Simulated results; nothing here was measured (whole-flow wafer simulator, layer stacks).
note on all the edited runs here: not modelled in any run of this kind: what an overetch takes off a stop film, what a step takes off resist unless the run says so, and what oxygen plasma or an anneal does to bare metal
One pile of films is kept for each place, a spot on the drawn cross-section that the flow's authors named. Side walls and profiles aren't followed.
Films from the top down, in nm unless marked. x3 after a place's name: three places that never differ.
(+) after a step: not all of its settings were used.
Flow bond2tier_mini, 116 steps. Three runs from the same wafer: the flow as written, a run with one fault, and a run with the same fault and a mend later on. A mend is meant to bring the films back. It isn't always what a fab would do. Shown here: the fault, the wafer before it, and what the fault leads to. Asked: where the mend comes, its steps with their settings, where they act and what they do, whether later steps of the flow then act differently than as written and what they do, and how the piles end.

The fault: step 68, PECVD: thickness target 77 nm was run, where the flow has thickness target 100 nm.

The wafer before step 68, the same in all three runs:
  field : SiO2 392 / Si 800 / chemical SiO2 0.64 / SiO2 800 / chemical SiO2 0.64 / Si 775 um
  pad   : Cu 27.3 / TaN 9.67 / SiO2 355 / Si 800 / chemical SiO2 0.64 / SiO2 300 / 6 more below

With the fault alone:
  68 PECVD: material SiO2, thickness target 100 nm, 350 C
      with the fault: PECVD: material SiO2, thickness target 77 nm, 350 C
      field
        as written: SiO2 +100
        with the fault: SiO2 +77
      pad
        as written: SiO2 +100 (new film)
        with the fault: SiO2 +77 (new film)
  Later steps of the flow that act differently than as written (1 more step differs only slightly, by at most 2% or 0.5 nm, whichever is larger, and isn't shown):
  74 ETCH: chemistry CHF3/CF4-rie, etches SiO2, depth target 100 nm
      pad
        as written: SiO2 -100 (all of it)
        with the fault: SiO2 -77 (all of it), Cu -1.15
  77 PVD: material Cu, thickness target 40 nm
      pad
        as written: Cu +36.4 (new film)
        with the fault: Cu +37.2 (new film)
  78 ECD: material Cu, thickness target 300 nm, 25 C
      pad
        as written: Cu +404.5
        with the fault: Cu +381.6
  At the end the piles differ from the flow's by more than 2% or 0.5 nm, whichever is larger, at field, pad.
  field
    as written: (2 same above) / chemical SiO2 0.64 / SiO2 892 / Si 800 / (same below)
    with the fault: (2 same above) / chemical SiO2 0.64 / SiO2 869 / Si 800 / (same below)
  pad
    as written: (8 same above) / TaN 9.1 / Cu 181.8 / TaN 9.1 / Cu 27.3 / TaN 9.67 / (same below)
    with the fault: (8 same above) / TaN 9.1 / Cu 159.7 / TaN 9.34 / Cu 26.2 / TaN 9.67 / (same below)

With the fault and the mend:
  The mend comes after step 73.
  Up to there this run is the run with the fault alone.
  73a STRIP: chemistry O2, over-ash 100% (+)
      field
        KrF resist -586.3 (all of it)
  73b PECVD: material SiO2, thickness target 23 nm, 350 C (the flow's step 68 once more, with other settings)
      field, pad
        SiO2 +23
  73c COAT: KrF resist, thickness 600 nm (the flow's step 69 once more)
      field, pad
        KrF resist +600 (new film)
  73d SOFTBAKE: KrF resist (the flow's step 70 once more)
      changes no film at any place that is followed
  73e EXPOSE: photomask T2PAD, NA 0.6 (the flow's step 71 once more)
      changes no film at any place that is followed
  73f PEB: KrF resist (the flow's step 72 once more)
      changes no film at any place that is followed
  73g DEVELOP: developer TMAH-0.26N, 60 s (the flow's step 73 once more)
      field
        KrF resist -13.7
      pad
        KrF resist -600 (all of it)
  No later step of the flow acts differently than as written at any place that is followed.
  At the end the piles are the same as the flow's at every place that both follow.
